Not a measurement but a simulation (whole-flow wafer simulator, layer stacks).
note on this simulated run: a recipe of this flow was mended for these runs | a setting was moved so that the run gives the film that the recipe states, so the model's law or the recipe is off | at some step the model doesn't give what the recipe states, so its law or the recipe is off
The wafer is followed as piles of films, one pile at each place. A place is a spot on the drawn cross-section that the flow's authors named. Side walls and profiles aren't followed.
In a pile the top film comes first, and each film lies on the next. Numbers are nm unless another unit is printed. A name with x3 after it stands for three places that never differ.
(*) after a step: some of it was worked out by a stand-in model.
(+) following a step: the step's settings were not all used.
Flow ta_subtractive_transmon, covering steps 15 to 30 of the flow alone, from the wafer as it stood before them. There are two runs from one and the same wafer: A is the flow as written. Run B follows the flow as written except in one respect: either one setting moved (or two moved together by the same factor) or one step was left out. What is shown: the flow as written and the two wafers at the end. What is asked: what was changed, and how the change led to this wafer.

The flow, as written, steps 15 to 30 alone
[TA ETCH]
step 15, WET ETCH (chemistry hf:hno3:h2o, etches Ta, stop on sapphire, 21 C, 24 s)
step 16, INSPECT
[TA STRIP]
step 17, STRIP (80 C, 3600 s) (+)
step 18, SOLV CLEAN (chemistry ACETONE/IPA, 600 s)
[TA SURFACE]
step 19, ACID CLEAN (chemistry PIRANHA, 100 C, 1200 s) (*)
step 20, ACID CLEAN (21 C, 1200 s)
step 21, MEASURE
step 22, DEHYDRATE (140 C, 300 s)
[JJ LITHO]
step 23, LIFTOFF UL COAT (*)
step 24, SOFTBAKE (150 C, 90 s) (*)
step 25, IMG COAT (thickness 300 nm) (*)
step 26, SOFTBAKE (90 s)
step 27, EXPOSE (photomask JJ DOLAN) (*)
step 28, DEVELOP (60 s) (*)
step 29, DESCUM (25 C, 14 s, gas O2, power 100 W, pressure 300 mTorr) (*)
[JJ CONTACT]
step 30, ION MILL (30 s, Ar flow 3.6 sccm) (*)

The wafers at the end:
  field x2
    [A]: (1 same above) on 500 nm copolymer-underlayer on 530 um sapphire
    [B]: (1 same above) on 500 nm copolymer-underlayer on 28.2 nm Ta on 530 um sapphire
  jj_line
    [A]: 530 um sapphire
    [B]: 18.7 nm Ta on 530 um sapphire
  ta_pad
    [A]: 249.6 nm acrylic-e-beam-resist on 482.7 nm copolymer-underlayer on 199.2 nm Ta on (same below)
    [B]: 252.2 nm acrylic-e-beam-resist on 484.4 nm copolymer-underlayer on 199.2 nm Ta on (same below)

Cause: step 15, WET ETCH: 17.1 s was run, while the flow as written has 24 s.

Step by step, how the change led to this:
  step 15, WET ETCH (chemistry hf:hno3:h2o, etches Ta, stop on sapphire, 21 C, 24 s)
      field x2, jj_line, lead: A -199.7 Ta (all of it) | B -171 Ta
  step 30, ION MILL (30 s, Ar flow 3.6 sccm) (*)
      jj_line, lead: A -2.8 sapphire | B -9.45 Ta
With metal films that touch counted as one body, field x2 has 1 body; the flow as written gives 0 bodies.
With metal films that touch counted as one body, jj_line has 1 body; the flow as written gives 0 bodies.
